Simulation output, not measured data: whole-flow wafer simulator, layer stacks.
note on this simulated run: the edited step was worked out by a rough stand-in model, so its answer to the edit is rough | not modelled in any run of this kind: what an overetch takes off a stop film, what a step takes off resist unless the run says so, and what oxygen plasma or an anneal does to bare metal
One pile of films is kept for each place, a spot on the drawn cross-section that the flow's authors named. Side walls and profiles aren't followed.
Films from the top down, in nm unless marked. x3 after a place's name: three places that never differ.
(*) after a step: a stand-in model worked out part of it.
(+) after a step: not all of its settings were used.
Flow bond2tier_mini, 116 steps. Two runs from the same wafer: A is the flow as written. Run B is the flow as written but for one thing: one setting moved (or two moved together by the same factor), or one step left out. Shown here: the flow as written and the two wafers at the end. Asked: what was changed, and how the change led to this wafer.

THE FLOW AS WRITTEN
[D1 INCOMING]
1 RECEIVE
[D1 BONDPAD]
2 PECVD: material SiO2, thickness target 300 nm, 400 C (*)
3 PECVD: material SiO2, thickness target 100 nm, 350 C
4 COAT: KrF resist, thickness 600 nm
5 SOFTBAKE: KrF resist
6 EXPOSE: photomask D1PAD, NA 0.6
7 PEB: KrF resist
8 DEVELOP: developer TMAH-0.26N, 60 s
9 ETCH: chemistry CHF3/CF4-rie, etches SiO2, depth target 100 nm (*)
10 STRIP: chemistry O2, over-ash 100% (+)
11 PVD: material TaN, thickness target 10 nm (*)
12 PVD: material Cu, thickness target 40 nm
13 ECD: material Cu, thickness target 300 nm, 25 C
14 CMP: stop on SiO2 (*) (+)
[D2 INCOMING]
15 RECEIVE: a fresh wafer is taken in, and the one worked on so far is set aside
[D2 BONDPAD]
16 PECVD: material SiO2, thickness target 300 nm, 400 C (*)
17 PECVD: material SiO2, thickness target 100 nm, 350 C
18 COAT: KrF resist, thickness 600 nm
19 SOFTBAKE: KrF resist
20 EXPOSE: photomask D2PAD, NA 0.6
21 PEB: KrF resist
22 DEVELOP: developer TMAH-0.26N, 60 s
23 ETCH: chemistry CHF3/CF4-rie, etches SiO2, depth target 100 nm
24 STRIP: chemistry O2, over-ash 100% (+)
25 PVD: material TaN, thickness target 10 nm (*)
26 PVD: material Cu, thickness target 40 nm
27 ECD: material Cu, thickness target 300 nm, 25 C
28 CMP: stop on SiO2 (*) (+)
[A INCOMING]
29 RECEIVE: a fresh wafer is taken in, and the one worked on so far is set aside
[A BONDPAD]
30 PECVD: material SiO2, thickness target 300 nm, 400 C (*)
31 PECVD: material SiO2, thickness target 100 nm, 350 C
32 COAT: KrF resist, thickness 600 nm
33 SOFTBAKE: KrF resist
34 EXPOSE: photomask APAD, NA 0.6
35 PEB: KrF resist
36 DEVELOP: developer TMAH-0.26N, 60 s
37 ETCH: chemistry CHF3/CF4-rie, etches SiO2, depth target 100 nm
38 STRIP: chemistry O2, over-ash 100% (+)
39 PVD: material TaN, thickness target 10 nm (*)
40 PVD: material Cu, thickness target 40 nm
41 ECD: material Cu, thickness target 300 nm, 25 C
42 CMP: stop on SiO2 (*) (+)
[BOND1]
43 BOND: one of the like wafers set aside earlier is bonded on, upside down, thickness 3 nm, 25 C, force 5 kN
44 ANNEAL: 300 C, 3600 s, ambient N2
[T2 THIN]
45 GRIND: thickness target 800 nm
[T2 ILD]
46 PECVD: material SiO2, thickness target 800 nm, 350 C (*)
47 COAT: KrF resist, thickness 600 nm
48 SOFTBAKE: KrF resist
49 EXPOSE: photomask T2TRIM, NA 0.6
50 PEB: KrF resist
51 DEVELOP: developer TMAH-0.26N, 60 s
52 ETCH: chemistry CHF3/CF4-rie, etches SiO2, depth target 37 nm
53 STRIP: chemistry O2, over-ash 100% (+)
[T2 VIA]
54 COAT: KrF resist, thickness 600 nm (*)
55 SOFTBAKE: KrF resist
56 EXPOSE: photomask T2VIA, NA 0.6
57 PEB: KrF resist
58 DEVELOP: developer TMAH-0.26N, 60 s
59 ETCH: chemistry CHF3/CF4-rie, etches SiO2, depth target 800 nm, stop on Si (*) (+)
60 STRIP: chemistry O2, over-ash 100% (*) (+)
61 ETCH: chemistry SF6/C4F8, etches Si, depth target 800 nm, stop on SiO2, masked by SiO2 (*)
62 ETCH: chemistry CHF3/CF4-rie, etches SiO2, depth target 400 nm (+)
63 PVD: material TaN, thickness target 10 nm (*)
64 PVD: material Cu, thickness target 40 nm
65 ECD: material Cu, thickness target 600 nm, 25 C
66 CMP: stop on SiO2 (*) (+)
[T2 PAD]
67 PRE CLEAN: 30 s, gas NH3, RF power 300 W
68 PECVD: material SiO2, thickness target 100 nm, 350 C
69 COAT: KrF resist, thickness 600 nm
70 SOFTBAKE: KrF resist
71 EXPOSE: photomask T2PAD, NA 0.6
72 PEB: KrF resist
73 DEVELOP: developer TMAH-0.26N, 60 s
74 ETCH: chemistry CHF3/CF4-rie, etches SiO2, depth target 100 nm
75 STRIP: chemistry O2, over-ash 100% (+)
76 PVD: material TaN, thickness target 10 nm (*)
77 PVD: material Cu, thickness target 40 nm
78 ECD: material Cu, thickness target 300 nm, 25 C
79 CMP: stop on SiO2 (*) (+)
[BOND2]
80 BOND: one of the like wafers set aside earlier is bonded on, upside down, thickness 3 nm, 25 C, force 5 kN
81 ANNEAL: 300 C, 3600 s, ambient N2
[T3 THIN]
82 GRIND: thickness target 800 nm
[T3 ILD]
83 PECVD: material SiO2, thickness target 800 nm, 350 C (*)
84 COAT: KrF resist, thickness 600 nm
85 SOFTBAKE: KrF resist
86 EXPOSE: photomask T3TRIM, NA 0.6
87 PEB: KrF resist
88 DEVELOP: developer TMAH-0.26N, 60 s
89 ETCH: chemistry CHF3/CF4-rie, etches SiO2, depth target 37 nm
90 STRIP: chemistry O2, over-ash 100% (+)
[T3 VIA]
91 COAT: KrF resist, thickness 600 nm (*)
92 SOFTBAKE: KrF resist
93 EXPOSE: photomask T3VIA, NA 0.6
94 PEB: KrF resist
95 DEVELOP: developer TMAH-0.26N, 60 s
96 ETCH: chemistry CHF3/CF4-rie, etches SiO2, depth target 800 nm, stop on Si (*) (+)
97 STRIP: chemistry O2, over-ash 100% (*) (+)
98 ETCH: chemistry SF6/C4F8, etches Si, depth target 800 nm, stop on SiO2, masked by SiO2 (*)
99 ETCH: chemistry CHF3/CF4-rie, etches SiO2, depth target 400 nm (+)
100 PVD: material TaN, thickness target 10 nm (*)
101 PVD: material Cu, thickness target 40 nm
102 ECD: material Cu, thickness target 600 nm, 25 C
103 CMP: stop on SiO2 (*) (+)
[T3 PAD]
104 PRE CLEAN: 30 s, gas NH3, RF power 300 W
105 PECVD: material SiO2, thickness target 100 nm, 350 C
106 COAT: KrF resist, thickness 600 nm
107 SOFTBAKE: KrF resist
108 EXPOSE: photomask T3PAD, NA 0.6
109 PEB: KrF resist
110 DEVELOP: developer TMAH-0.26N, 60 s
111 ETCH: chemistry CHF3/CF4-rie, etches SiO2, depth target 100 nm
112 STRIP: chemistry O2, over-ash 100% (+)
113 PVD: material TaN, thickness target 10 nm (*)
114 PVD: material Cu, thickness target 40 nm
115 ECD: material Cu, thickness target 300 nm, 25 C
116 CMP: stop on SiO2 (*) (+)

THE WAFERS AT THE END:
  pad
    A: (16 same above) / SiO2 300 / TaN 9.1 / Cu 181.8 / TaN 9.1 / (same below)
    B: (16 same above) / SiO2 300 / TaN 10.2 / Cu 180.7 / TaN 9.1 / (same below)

The cause: step 11, PVD: thickness target 11.2 nm was run, where the flow has thickness target 10 nm.

How the change led to this, step by step:
  11 PVD: material TaN, thickness target 10 nm (*)
      field: A TaN +10 (new film) | B TaN +11.2 (new film)
      pad: A TaN +9.1 (new film) | B TaN +10.2 (new film)
      (and at 1 more place)
  14 CMP: stop on SiO2 (*) (+)
      field: A Cu -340 (all of it), TaN -10 (all of it) | B Cu -340 (all of it), TaN -11.2 (all of it)
  43 BOND: one of the like wafers set aside earlier is bonded on, upside down, thickness 3 nm, 25 C, force 5 kN
      pad: A Si +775 um (new film), chemical SiO2 +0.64 (new film), SiO2 +300 (new film), TaN +9.1 (new film), Cu +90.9 | B Si +775 um (new film), chemical SiO2 +0.64 (new film), SiO2 +300 (new film), TaN +10.2 (new film), Cu +89.8
      via: A Si +775 um (new film), chemical SiO2 +0.64 (new film), SiO2 +300 (new film), TaN +9.97 (new film), Cu +90 | B Si +775 um (new film), chemical SiO2 +0.64 (new film), SiO2 +300 (new film), TaN +11.2 (new film), Cu +88.8
